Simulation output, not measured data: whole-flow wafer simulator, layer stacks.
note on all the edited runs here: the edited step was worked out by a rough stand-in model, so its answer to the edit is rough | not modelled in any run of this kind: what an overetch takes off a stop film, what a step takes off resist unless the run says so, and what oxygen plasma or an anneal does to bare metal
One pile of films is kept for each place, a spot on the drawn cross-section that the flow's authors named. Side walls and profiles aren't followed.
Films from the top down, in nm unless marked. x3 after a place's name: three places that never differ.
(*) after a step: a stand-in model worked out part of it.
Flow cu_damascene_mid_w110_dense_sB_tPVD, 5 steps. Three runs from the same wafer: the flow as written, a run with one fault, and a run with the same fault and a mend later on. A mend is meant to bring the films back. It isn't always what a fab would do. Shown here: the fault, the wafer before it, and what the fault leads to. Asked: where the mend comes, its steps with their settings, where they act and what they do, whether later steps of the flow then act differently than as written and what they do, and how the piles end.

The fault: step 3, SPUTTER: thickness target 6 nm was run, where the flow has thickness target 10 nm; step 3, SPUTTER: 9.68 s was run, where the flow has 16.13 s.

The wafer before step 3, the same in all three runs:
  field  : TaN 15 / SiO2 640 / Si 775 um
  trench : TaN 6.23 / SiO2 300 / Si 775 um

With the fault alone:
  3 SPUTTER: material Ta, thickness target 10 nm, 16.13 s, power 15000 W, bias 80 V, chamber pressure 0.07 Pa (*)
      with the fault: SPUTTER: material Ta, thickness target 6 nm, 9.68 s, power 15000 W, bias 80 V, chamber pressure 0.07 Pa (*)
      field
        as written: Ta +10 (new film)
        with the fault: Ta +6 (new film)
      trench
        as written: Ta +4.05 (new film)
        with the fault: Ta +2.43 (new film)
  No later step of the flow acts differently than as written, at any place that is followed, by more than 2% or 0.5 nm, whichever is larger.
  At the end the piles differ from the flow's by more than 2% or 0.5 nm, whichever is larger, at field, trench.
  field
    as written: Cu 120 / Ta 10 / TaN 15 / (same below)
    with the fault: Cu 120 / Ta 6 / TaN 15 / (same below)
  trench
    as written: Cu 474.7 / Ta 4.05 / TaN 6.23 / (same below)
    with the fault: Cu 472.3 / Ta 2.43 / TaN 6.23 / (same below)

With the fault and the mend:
  The mend comes after step 3.
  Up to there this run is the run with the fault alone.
  3a SPUTTER: material Ta, thickness target 4 nm, 6.452 s, power 15000 W, bias 80 V, chamber pressure 0.07 Pa (*) (the flow's step 3 once more, with other settings)
      field
        Ta +4
      trench
        Ta +1.58
  No later step of the flow acts differently than as written, at any place that is followed, by more than 2% or 0.5 nm, whichever is larger.
  At the end the piles differ from the flow's only slightly at the places that both follow, by at most 2% or 0.5 nm, whichever is larger.
